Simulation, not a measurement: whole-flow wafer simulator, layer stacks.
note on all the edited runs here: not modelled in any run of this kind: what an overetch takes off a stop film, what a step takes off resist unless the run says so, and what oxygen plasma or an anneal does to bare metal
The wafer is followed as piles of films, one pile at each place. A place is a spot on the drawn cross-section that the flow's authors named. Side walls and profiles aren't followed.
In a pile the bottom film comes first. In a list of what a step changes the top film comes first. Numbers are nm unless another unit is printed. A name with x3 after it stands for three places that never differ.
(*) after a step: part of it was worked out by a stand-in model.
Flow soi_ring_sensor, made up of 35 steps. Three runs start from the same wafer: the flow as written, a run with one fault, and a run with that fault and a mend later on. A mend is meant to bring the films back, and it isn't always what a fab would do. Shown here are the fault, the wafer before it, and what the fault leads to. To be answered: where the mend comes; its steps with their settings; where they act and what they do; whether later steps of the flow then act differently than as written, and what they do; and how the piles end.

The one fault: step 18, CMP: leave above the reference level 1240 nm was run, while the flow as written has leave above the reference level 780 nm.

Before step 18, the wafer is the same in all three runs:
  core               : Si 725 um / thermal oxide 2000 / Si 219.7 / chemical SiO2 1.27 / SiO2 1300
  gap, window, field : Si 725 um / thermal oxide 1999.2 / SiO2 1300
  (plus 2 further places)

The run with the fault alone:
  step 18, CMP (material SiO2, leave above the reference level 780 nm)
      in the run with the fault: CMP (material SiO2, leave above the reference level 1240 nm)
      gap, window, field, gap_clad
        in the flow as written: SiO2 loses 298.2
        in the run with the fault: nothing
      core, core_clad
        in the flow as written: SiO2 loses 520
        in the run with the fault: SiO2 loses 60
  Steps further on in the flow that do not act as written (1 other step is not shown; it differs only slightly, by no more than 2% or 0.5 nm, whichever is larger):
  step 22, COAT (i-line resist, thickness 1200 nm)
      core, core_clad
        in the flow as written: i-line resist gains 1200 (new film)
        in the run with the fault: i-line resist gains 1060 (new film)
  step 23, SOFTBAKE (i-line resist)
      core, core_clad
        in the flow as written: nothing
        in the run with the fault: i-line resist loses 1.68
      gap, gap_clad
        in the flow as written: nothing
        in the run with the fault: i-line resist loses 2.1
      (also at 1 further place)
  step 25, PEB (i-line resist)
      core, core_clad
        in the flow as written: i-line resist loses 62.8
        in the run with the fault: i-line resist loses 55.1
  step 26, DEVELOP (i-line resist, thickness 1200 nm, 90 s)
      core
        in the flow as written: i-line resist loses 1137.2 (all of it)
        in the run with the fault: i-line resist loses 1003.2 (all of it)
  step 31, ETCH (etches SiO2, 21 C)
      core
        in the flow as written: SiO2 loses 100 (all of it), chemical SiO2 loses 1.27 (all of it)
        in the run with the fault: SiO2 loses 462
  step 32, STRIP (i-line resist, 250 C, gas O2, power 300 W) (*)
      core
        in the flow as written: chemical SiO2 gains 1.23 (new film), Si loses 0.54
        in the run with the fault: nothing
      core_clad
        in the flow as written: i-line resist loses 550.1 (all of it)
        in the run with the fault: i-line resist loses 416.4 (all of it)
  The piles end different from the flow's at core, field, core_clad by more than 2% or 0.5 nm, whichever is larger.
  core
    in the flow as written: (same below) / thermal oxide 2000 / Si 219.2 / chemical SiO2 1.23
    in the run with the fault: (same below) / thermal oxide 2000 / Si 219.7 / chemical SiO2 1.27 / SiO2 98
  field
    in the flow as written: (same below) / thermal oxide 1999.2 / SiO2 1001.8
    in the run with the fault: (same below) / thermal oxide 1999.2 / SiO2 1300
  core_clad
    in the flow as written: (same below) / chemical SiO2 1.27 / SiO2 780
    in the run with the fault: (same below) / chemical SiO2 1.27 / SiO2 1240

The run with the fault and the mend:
  The mend follows step 19.
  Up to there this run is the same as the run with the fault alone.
  step 19a, CMP (material SiO2, leave above the reference level 780 nm) (the flow's step 18, run once more)
      gap, window, field, gap_clad
        SiO2 loses 298.2
      core, core_clad
        SiO2 loses 460
  None of the later steps of the flow acts differently than as written at any place that is followed.
  By the end, the piles equal the flow's at every place that both follow.
